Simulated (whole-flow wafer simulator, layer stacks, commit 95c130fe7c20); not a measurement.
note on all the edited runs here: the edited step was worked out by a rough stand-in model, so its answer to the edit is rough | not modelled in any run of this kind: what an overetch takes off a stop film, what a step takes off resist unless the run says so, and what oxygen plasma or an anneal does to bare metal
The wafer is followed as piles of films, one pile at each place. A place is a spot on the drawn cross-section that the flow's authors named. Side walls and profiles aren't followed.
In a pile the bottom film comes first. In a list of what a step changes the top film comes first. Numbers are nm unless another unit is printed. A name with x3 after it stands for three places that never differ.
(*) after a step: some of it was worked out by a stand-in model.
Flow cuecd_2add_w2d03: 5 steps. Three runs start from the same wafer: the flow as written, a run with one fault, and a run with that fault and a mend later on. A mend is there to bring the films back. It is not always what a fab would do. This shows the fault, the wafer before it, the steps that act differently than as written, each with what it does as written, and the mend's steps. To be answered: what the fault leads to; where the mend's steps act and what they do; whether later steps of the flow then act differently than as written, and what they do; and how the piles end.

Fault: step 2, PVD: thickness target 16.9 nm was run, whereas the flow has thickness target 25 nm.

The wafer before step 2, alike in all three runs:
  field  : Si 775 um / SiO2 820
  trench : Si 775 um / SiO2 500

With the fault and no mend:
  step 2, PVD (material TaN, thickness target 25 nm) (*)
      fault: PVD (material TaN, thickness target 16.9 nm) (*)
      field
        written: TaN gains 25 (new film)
        fault: TaN gains 16.9 (new film)
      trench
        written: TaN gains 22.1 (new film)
        fault: TaN gains 14.9 (new film)
  None of the later steps of the flow differs from how it acts as written, at any place that is followed, by more than 2% or 0.5 nm, whichever is larger.
  The piles end different from the flow's at field, trench by more than 2% or 0.5 nm, whichever is larger.
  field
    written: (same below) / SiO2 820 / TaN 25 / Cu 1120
    fault: (same below) / SiO2 820 / TaN 16.9 / Cu 1120
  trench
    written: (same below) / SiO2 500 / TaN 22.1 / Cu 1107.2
    fault: (same below) / SiO2 500 / TaN 14.9 / Cu 1107.3

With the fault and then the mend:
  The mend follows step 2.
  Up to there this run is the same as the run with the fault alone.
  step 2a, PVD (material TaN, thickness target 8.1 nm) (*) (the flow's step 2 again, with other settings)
      field
        TaN gains 8.1
      trench
        TaN gains 7.15
  None of the later steps of the flow acts differently than as written at any place that is followed.
  The piles end the same as the flow's at every place that both follow.
